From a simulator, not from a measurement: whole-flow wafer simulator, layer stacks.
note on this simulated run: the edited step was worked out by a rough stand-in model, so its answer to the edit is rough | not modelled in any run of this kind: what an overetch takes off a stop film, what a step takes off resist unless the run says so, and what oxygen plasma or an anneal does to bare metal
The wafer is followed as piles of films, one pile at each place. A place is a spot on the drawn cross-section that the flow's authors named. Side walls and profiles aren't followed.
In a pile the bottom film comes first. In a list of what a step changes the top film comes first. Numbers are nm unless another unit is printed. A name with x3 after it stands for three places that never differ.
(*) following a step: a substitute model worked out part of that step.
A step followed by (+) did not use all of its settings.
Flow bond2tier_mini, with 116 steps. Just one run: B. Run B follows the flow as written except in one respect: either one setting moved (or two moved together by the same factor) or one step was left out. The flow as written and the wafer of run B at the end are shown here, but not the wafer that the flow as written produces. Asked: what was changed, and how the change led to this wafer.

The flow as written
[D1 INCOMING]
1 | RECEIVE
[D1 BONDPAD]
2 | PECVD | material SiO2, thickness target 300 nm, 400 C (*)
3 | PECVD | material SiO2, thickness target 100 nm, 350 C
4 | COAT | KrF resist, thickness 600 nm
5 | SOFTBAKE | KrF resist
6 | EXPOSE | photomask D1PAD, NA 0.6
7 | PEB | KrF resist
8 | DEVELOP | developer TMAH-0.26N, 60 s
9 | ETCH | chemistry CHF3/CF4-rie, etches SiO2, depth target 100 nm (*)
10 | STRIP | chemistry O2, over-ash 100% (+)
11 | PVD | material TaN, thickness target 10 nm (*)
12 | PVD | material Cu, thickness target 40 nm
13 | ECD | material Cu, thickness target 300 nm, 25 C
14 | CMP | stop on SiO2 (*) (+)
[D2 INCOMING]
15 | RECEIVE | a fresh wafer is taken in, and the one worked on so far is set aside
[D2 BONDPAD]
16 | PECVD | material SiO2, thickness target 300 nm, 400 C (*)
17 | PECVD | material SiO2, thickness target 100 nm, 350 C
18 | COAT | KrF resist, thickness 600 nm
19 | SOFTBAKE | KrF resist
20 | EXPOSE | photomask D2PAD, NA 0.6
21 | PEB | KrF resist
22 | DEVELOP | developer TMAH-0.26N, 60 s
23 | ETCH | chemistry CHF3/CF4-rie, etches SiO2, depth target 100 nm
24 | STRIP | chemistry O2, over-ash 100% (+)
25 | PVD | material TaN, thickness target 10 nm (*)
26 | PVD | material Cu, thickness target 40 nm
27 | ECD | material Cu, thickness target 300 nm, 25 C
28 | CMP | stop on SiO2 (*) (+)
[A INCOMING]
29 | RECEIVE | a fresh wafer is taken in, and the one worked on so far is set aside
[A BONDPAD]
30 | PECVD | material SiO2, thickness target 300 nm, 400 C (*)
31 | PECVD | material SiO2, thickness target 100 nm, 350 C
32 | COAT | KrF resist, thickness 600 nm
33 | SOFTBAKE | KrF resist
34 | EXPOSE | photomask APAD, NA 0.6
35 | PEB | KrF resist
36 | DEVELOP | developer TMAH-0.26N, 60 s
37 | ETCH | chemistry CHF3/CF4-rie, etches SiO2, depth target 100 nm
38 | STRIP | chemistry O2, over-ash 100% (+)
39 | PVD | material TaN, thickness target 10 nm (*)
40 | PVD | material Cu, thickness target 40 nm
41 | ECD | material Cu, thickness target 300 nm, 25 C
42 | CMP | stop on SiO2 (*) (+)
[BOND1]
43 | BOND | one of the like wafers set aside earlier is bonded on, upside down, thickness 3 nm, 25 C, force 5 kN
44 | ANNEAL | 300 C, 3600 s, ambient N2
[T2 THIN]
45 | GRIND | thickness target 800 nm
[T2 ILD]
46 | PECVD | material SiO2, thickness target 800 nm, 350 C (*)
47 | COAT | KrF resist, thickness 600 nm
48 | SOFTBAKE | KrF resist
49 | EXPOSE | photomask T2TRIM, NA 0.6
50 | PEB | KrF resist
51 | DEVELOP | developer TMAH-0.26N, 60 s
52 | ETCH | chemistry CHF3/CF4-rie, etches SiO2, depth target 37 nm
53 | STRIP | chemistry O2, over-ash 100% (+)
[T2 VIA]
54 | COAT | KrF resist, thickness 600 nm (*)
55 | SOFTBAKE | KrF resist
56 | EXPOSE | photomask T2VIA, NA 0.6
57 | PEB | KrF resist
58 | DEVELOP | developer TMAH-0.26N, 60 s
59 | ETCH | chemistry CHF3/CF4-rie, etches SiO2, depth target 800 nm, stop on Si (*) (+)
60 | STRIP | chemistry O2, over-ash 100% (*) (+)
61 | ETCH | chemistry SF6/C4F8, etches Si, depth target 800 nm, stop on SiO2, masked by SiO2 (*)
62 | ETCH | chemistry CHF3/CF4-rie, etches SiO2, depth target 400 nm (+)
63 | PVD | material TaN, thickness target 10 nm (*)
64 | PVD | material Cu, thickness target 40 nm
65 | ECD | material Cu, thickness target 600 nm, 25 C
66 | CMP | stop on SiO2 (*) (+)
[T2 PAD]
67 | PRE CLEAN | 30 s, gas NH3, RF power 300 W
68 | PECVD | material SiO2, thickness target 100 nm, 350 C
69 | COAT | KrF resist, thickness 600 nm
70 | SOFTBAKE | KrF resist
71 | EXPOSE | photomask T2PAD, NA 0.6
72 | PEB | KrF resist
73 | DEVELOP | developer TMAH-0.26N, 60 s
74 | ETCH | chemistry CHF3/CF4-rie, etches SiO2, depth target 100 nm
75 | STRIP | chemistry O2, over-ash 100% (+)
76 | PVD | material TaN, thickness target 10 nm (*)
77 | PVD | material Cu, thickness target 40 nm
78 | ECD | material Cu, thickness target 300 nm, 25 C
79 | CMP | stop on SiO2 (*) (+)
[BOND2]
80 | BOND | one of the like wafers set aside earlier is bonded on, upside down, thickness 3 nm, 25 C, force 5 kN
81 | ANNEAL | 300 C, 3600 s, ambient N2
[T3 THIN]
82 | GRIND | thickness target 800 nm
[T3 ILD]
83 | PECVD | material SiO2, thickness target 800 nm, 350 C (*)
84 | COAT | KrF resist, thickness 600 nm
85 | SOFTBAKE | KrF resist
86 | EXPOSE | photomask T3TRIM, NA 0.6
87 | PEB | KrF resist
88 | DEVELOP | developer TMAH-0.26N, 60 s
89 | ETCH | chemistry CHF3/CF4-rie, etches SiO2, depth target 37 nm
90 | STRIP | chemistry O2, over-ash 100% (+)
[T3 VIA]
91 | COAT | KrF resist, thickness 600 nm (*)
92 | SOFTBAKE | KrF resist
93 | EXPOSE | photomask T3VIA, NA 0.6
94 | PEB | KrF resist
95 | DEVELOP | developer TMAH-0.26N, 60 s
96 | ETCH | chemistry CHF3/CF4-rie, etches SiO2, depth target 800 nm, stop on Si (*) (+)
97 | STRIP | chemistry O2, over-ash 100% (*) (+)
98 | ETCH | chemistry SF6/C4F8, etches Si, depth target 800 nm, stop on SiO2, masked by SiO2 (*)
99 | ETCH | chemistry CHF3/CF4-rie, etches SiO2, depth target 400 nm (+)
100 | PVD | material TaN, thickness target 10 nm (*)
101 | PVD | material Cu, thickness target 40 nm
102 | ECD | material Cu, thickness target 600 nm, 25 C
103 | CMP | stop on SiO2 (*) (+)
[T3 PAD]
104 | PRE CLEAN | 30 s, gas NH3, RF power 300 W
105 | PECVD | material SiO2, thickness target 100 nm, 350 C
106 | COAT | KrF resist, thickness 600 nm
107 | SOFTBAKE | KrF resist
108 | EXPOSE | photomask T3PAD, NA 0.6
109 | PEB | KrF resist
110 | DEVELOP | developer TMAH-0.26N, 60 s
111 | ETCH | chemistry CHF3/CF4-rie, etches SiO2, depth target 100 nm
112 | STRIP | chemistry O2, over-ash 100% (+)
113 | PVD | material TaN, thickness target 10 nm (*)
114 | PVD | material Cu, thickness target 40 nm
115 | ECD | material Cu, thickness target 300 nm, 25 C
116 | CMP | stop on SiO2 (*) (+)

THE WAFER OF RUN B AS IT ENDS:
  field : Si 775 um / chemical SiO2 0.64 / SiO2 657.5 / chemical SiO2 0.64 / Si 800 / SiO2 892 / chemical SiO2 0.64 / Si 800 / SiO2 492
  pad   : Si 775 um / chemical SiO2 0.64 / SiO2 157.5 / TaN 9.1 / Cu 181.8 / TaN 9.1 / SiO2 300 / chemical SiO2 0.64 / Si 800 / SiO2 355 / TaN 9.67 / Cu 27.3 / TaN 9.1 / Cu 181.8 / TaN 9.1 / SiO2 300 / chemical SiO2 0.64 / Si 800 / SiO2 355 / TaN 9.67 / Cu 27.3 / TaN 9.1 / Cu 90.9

Cause: step 30, PECVD: thickness target 157.5 nm was run, while the flow as written has thickness target 300 nm.
One can read it off the wafer: pad has SiO2 157.5, and step 30 as written asks for 300 nm.

How this came from the change, step by step:
  30 | PECVD | material SiO2, thickness target 300 nm, 400 C (*)
      field, pad, via: +157.5 SiO2 (new film) (it would be, as written: +300 SiO2 (new film))
